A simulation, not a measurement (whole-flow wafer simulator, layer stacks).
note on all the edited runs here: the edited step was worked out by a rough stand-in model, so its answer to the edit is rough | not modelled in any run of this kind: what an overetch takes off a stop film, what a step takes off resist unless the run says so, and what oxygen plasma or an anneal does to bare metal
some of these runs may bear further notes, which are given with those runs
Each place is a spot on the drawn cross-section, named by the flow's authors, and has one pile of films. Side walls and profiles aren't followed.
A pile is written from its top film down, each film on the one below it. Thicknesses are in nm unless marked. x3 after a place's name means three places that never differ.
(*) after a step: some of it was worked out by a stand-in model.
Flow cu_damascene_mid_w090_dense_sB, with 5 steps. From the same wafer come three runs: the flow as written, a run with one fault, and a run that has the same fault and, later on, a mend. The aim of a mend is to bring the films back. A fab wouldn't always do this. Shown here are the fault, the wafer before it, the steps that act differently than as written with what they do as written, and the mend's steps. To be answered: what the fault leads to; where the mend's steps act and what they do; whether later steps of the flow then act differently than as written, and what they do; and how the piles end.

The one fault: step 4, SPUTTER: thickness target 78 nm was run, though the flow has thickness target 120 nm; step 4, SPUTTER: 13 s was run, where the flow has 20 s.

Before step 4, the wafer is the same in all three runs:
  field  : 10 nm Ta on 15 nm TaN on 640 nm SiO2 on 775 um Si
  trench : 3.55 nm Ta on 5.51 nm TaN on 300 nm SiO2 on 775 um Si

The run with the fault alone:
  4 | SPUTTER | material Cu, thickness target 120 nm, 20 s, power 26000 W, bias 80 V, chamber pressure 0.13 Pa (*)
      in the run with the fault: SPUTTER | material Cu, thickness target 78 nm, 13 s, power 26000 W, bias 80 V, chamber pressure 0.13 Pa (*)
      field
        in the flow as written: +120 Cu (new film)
        in the run with the fault: +78 Cu (new film)
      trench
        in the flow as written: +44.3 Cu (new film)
        in the run with the fault: +28.8 Cu (new film)
  Later steps of the flow acting differently than as written:
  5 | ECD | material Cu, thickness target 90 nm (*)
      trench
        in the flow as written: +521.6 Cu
        in the run with the fault: +495.1 Cu
  At field, trench, the piles at the end differ from the flow's by more than 2% or 0.5 nm, whichever is larger.
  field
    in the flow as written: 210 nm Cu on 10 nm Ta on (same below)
    in the run with the fault: 168 nm Cu on 10 nm Ta on (same below)
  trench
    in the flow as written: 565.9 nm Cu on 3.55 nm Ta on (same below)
    in the run with the fault: 523.9 nm Cu on 3.55 nm Ta on (same below)

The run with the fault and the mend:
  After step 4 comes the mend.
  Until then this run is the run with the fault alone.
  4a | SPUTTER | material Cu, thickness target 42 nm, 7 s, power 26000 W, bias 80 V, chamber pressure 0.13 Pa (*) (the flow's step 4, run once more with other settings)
      field
        +42 Cu
      trench
        +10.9 Cu
  Every later step of the flow that is run acts as written, at every place that is followed, to within 2% or 0.5 nm, whichever is larger.
  The piles end the same as the flow's at every place that both follow.
